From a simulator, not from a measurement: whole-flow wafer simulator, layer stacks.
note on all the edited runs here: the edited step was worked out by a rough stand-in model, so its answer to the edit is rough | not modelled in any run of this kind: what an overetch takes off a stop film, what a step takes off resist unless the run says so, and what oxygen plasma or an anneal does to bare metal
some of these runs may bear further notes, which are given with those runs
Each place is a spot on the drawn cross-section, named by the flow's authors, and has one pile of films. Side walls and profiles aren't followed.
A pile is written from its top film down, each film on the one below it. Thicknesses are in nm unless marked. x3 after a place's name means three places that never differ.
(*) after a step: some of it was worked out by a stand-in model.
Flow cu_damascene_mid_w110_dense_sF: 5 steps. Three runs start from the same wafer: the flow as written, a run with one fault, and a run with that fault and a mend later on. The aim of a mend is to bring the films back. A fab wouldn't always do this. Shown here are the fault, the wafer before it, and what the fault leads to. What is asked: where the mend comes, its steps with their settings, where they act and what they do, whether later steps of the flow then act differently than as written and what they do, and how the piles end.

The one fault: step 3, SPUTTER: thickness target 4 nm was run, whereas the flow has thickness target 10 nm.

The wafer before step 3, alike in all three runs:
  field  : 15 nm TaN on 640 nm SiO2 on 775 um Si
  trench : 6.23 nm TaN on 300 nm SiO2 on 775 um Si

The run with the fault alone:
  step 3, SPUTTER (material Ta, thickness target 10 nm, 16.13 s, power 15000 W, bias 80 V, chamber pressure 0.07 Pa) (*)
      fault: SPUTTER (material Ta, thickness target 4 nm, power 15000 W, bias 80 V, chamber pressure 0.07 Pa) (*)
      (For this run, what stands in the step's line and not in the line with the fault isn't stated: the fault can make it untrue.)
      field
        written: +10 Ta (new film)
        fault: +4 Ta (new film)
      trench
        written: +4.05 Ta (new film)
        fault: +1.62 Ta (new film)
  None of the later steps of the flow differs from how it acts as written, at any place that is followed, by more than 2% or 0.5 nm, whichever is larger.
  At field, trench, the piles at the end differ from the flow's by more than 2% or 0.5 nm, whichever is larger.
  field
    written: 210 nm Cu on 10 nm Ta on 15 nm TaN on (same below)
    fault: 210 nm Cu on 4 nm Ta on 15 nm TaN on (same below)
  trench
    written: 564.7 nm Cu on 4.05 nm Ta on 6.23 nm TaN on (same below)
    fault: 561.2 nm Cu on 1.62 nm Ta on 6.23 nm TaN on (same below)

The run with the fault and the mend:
  After step 3 comes the mend.
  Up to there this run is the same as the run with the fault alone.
  step 3a, SPUTTER (material Ta, thickness target 6 nm, power 15000 W, bias 80 V, chamber pressure 0.07 Pa) (*) (a further turn of the flow's step 3, with different settings)
      field
        +6 Ta
      trench
        +2.39 Ta
  None of the later steps of the flow differs from how it acts as written, at any place that is followed, by more than 2% or 0.5 nm, whichever is larger.
  When the end is reached, the piles differ only a little from the flow's at the places that both follow, at most by 2% or 0.5 nm, whichever is larger.
